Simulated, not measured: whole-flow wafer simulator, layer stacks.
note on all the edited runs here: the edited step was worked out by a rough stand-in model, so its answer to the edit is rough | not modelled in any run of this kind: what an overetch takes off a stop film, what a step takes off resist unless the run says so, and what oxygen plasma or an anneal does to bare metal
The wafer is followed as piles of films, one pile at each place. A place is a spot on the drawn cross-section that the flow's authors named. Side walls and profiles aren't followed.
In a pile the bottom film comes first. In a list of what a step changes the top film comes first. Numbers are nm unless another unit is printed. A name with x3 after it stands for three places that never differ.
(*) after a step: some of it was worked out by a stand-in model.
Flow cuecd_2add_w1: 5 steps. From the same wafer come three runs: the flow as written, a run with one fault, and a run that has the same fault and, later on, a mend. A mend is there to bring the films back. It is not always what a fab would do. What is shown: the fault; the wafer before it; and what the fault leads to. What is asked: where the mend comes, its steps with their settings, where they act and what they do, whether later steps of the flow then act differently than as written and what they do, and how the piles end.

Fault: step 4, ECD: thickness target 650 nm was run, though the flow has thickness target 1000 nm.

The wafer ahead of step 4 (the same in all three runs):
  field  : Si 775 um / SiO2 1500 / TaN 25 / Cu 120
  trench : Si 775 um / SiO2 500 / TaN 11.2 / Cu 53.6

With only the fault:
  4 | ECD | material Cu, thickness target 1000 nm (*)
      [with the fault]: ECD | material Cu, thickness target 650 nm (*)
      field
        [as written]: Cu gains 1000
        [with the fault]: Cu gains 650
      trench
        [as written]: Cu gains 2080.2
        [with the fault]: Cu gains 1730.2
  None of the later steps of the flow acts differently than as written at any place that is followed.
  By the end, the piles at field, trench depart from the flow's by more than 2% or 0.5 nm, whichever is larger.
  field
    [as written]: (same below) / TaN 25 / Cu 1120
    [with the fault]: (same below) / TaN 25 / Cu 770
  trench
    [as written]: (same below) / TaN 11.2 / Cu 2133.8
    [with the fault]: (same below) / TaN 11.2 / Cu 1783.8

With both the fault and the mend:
  The mend stands after step 5.
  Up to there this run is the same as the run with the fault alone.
  5a | ECD | material Cu, thickness target 350 nm (a further turn of the flow's step 4, with different settings)
      field, trench
        Cu gains 350
  None of the later steps of the flow acts differently than as written at any place that is followed.
  At every place that both follow, the piles at the end match the flow's.
